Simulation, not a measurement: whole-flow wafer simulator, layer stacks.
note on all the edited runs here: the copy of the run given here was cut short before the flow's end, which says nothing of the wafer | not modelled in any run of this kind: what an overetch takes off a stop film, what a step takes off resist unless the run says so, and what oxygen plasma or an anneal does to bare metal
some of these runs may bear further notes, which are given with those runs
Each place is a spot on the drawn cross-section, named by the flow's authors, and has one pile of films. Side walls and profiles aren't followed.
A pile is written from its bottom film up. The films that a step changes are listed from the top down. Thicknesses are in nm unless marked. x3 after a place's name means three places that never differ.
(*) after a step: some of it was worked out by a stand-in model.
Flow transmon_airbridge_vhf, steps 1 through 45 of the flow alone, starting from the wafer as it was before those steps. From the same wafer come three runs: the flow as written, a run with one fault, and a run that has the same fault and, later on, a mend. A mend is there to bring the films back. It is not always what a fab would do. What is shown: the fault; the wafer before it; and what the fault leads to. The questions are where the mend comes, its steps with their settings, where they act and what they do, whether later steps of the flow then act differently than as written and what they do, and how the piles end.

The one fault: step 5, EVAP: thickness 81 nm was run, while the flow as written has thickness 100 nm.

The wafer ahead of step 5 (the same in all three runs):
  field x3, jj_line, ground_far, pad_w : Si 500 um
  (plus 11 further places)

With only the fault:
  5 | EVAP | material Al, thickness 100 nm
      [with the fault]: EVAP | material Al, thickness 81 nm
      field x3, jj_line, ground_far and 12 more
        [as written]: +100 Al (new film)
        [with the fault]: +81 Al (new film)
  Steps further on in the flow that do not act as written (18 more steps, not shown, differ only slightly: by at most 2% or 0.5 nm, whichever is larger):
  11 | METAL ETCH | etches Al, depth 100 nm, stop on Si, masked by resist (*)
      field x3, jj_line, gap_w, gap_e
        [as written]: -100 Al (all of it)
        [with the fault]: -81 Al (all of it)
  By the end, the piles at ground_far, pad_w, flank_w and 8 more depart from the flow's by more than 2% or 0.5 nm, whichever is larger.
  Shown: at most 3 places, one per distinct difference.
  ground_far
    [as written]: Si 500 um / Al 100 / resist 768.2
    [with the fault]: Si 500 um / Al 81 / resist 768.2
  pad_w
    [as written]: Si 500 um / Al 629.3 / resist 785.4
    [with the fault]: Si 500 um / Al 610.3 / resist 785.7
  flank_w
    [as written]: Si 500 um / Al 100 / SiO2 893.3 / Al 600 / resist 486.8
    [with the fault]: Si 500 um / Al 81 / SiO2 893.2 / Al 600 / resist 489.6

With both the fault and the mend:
  The mend follows step 5.
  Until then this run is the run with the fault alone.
  5a | EVAP | material Al, thickness 19 nm (the flow's step 5 again, with other settings)
      field x3, jj_line, ground_far and 12 more
        +19 Al
  None of the later steps of the flow acts differently than as written at any place that is followed.
  The piles end the same as the flow's at every place that both follow.
